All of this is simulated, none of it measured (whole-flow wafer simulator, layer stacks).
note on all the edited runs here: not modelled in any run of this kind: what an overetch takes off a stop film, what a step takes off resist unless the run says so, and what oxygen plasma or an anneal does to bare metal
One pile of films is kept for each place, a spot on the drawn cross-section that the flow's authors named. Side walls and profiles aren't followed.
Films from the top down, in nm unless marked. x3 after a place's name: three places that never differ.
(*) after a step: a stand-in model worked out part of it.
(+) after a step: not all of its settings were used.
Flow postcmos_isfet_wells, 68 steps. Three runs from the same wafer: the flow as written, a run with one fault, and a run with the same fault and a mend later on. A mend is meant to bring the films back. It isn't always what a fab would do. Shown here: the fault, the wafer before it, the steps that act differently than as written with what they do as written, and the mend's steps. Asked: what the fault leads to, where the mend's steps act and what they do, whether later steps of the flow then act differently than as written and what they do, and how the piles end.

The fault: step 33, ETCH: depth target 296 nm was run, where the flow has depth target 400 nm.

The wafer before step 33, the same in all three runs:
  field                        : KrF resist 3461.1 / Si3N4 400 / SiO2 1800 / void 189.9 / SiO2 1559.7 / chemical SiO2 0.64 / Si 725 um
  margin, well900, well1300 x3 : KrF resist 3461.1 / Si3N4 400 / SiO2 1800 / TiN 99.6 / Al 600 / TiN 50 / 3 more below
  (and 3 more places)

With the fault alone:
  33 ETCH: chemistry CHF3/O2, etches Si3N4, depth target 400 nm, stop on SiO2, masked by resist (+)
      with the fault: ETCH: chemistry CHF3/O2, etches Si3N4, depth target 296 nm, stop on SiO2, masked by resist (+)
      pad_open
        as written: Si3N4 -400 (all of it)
        with the fault: Si3N4 -296
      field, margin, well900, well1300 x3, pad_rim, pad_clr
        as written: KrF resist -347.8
        with the fault: KrF resist -257.4
  Later steps of the flow that act differently than as written (5 more steps differ only slightly, by at most 2% or 0.5 nm, whichever is larger, and aren't shown):
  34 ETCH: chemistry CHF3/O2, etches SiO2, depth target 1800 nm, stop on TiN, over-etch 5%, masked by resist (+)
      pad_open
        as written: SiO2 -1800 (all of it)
        with the fault: Si3N4 -104 (all of it), SiO2 -1690.8
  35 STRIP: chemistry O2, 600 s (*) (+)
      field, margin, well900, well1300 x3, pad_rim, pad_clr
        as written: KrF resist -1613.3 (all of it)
        with the fault: KrF resist -1703.8 (all of it)
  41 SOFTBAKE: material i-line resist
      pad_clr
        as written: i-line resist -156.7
        with the fault: i-line resist -145.8
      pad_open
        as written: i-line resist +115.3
        with the fault: i-line resist +110.5
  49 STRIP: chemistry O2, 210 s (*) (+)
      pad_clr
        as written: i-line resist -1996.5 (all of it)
        with the fault: i-line resist -2041.5 (all of it)
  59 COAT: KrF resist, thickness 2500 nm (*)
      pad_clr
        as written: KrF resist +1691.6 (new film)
        with the fault: KrF resist +1728.2 (new film)
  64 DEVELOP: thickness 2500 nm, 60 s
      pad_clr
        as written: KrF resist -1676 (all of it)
        with the fault: KrF resist -1712.5 (all of it)
  At the end the piles differ from the flow's by more than 2% or 0.5 nm, whichever is larger, at pad_open.
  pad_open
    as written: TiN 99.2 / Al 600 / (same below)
    with the fault: SiO2 109.2 / TiN 99.6 / Al 600 / (same below)

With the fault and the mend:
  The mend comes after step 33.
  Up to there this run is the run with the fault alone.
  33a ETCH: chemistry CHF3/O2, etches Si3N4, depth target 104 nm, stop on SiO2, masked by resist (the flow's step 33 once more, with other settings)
      field, margin, well900, well1300 x3, pad_rim, pad_clr
        KrF resist -90.4
      pad_open
        Si3N4 -104 (all of it)
  No later step of the flow acts differently than as written at any place that is followed.
  At the end the piles are the same as the flow's at every place that both follow.
